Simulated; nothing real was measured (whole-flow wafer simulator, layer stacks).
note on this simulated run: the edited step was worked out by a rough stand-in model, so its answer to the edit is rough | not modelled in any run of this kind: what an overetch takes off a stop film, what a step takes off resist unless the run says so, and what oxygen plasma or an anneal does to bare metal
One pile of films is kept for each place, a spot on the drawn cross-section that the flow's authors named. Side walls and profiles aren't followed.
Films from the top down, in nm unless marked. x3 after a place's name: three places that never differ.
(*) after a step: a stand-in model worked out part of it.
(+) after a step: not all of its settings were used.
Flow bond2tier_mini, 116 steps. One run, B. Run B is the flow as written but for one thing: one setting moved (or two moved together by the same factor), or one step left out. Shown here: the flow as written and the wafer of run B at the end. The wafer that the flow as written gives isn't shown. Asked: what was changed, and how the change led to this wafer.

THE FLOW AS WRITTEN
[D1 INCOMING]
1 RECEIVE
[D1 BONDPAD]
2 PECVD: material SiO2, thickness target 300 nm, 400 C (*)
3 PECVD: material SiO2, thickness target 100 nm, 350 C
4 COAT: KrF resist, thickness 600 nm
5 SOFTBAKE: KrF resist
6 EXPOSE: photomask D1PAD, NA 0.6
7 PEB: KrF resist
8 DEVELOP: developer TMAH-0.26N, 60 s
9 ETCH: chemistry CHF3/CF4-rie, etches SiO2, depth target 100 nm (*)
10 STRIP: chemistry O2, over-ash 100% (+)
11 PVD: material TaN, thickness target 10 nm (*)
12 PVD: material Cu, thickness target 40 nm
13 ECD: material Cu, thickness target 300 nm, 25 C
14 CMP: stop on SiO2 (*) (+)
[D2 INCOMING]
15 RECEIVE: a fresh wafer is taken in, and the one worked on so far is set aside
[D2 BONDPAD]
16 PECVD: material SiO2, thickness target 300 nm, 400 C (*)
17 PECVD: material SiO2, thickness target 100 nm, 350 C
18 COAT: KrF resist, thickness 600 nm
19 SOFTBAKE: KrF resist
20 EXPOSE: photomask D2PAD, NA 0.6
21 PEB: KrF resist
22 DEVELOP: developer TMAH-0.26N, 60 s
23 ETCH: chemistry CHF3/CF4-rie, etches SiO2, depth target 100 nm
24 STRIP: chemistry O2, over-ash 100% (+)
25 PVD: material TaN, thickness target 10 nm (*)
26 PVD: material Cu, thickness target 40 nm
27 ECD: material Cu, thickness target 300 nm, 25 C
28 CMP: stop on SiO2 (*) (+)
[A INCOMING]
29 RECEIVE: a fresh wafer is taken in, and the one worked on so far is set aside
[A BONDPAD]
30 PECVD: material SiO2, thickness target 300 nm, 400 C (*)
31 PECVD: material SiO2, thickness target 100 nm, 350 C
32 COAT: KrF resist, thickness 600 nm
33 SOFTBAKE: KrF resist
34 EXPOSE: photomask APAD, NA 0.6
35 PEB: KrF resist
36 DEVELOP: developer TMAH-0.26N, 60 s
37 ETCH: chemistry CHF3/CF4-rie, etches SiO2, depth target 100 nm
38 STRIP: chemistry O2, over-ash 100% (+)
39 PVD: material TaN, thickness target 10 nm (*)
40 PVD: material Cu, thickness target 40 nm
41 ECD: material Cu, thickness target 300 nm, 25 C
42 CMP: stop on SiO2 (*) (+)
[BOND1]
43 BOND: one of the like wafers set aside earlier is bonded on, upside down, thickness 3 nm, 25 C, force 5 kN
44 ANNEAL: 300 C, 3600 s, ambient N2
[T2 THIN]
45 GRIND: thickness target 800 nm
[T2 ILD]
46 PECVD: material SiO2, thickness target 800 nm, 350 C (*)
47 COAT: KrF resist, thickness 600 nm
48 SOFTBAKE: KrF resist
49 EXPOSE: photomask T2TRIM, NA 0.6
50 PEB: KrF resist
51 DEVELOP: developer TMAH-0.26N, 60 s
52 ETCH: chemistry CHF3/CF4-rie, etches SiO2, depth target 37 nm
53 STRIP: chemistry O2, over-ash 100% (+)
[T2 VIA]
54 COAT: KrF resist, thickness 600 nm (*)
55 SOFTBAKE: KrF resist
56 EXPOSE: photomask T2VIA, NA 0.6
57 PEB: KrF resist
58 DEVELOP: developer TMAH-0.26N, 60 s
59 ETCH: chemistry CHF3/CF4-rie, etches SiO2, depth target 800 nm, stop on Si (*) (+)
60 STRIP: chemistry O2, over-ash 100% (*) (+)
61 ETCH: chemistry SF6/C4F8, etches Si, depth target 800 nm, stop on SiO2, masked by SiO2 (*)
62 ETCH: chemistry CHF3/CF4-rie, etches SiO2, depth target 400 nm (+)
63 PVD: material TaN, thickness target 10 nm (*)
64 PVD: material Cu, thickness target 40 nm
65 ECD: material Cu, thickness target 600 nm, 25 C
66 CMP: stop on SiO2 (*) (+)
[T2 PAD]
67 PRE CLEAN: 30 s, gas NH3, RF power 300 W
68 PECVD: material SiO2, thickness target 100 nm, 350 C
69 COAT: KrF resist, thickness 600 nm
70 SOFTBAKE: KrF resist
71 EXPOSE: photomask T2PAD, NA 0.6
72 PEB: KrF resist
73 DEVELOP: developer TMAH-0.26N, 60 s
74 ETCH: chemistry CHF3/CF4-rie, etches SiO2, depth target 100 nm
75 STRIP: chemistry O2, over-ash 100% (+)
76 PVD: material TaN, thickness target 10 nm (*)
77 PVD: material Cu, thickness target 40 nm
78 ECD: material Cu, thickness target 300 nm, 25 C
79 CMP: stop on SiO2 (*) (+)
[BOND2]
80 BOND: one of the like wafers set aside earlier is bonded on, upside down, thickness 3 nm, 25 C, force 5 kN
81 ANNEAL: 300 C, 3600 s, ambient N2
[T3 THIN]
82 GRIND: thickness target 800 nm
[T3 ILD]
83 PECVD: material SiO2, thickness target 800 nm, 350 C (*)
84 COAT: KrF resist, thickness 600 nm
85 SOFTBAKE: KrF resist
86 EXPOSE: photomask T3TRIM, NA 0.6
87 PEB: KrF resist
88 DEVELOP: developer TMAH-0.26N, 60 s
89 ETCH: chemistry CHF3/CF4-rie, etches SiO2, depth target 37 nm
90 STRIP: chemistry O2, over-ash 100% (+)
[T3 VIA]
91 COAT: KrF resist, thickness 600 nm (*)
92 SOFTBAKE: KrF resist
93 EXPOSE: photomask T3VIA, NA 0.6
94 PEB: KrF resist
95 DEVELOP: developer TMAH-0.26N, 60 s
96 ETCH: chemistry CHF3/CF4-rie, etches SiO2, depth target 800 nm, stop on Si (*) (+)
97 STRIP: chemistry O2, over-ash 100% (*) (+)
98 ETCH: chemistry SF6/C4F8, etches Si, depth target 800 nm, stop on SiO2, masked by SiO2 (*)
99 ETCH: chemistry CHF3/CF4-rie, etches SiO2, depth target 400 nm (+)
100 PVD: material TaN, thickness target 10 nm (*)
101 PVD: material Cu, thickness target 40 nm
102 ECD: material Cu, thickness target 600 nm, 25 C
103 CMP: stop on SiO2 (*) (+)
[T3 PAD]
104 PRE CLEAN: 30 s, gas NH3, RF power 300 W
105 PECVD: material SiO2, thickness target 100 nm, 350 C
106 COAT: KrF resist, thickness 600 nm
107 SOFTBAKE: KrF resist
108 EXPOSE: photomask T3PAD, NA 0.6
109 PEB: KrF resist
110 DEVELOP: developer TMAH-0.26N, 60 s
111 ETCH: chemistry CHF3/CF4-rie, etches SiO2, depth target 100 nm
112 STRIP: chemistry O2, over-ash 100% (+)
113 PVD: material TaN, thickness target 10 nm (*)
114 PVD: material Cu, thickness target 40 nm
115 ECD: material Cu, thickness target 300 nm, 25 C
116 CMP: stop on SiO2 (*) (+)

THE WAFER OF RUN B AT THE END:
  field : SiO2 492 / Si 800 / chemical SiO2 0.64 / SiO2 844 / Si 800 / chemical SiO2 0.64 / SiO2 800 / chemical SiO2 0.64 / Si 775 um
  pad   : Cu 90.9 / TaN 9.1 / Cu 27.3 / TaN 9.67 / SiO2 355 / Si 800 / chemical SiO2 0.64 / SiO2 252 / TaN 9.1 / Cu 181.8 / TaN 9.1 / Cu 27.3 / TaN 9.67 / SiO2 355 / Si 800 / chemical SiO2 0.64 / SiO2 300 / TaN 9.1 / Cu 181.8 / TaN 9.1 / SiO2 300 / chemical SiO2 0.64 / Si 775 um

The cause: step 16, PECVD: thickness target 252 nm was run, where the flow has thickness target 300 nm.
It can be read off the wafer: pad has SiO2 252, and step 16 as written asks for 300 nm.

How the change led to this, step by step:
  16 PECVD: material SiO2, thickness target 300 nm, 400 C (*)
      field, pad, via: SiO2 +252 (new film) (as written it would be: SiO2 +300 (new film))
  80 BOND: one of the like wafers set aside earlier is bonded on, upside down, thickness 3 nm, 25 C, force 5 kN
      field: Si +775 um (new film), chemical SiO2 +0.64 (new film), SiO2 +352 (as written it would be: Si +775 um (new film), chemical SiO2 +0.64 (new film), SiO2 +400)
      pad: Si +775 um (new film), chemical SiO2 +0.64 (new film), SiO2 +252 (new film), TaN +9.1 (new film), Cu +90.9 (as written it would be: Si +775 um (new film), chemical SiO2 +0.64 (new film), SiO2 +300 (new film), TaN +9.1 (new film), Cu +90.9)
